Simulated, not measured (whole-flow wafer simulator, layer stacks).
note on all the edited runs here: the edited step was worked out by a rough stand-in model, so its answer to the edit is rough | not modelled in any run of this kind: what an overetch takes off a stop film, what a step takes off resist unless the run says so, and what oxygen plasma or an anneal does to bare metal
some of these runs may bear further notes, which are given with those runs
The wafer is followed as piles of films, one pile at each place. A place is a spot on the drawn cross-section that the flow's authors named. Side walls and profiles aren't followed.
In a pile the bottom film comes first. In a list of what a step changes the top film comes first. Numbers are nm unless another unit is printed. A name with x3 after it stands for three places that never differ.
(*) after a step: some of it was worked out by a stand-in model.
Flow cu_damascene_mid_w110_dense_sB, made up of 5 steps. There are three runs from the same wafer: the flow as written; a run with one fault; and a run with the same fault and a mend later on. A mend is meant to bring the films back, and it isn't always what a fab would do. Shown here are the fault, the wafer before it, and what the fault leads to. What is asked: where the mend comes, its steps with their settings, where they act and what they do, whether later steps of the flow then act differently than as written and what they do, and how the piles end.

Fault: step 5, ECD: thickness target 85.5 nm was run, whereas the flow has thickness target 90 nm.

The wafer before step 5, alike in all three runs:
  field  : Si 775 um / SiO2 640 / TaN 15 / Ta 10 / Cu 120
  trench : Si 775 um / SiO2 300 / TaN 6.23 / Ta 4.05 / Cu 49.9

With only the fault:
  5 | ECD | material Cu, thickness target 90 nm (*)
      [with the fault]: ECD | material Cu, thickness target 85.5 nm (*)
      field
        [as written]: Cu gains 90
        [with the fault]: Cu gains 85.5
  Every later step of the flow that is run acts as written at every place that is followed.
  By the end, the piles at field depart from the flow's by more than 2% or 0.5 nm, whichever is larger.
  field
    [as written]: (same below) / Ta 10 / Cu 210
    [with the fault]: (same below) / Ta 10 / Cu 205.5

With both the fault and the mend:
  After step 5 comes the mend.
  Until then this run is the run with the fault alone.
  5a | ECD | material Cu, thickness target 4.5 nm (the flow's step 5 again, with other settings)
      field, trench
        Cu gains 4.5
  Every later step of the flow that is run acts as written at every place that is followed.
  By the end, the piles equal the flow's at every place that both follow.
